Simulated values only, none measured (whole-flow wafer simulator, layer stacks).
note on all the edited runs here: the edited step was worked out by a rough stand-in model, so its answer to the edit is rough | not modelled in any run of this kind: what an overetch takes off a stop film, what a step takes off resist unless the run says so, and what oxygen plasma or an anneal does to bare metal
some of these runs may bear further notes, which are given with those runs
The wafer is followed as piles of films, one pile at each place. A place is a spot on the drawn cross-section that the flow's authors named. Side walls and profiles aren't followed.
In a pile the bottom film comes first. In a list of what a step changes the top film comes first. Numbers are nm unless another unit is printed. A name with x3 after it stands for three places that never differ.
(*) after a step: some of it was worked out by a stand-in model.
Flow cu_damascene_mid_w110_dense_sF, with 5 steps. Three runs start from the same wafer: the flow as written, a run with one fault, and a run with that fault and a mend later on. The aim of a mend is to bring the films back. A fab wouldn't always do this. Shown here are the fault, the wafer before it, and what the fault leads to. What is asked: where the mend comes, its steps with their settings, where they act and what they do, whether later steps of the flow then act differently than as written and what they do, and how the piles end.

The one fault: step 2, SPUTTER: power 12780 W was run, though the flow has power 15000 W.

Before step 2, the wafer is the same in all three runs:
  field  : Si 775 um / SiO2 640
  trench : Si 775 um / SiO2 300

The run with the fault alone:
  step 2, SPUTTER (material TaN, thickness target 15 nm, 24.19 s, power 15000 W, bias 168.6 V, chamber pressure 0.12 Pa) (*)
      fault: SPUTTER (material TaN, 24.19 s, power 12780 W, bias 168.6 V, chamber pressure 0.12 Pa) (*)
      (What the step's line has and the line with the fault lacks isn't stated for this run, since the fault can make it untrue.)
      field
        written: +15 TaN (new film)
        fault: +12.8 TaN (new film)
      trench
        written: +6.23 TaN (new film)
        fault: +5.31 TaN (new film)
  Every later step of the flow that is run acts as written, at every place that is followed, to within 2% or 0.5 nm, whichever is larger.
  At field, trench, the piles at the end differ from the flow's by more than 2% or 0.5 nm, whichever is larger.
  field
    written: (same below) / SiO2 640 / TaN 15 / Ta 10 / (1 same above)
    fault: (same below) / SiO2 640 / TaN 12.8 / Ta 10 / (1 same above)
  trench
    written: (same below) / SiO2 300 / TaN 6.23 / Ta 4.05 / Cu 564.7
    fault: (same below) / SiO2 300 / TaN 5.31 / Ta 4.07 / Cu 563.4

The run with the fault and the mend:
  The mend stands after step 2.
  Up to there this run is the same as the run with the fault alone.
  step 2a, SPUTTER (material TaN, 3.584 s, power 15000 W, bias 168.6 V, chamber pressure 0.12 Pa) (*) (the flow's step 2 again, with other settings)
      field
        +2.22 TaN
      trench
        +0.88 TaN
  Every later step of the flow that is run acts as written, at every place that is followed, to within 2% or 0.5 nm, whichever is larger.
  The piles end only slightly different from the flow's at the places that both follow, by no more than 2% or 0.5 nm, whichever is larger.
